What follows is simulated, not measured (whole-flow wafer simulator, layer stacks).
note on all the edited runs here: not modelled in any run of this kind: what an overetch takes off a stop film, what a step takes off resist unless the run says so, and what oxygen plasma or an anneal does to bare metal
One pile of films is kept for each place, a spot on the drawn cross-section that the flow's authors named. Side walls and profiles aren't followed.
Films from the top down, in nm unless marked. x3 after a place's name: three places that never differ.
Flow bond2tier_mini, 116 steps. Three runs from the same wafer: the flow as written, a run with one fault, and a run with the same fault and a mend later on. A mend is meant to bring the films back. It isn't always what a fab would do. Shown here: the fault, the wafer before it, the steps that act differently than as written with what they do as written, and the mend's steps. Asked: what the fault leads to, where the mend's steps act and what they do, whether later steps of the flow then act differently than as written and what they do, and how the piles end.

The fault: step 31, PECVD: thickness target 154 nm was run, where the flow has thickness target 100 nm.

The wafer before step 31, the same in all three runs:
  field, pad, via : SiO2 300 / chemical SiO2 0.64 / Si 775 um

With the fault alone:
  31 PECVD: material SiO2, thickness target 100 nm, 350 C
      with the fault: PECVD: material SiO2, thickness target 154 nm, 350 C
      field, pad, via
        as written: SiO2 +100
        with the fault: SiO2 +154
  No later step of the flow acts differently than as written at any place that is followed.
  At the end the piles differ from the flow's by more than 2% or 0.5 nm, whichever is larger, at field, pad.
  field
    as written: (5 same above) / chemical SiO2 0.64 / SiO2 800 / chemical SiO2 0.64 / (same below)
    with the fault: (5 same above) / chemical SiO2 0.64 / SiO2 854 / chemical SiO2 0.64 / (same below)
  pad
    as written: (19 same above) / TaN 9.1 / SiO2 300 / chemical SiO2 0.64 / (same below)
    with the fault: (19 same above) / TaN 9.1 / SiO2 354 / chemical SiO2 0.64 / (same below)

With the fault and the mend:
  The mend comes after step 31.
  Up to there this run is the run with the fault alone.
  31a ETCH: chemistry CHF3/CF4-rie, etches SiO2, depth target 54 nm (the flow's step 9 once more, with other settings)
      field, pad, via
        SiO2 -54
  No later step of the flow acts differently than as written at any place that is followed.
  At the end the piles are the same as the flow's at every place that both follow.
